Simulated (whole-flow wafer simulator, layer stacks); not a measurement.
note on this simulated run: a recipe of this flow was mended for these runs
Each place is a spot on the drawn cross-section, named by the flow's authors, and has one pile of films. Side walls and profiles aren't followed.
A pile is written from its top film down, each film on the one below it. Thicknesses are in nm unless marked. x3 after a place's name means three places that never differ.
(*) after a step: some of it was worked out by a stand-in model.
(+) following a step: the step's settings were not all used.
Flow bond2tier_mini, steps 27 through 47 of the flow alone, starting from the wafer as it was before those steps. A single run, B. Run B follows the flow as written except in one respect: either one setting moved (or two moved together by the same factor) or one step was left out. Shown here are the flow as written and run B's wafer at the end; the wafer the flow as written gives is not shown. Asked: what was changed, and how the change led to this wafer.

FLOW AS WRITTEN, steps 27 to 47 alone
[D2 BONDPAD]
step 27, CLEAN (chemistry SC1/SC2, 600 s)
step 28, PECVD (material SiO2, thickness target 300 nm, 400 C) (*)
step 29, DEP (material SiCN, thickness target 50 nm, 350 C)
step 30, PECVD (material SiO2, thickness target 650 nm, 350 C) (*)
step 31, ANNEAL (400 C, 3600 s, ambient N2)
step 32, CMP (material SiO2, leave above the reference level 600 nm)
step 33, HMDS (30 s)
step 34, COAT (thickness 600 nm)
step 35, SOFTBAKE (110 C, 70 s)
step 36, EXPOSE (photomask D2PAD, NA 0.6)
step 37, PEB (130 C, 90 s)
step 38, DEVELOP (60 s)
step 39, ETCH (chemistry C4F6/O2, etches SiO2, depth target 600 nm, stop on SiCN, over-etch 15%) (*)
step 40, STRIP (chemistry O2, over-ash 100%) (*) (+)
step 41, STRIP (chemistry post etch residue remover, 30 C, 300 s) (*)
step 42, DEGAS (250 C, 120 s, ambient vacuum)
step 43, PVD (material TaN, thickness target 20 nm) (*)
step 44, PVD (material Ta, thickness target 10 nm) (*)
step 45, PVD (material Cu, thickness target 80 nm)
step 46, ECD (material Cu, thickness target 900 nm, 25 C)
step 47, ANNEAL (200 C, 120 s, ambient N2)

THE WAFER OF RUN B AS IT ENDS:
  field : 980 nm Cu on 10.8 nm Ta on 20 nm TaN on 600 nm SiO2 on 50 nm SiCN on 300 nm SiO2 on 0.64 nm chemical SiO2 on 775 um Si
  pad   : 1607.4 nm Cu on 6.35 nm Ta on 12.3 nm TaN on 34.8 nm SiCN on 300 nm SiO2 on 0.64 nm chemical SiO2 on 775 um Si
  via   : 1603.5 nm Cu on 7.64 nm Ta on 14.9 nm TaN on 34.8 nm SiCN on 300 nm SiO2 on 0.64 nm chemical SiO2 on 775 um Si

What caused this: step 44, PVD: thickness target 10.8 nm was run, whereas the flow has thickness target 10 nm.
The wafer itself shows it: field has Ta 10.8, and step 44 as written asks for 10 nm.

How this came from the change, step by step:
  step 44, PVD (material Ta, thickness target 10 nm) (*)
      field: +10.8 Ta (new film) (as written it would have been: +10 Ta (new film))
      via: +7.64 Ta (new film) (as written it would have been: +7.07 Ta (new film))
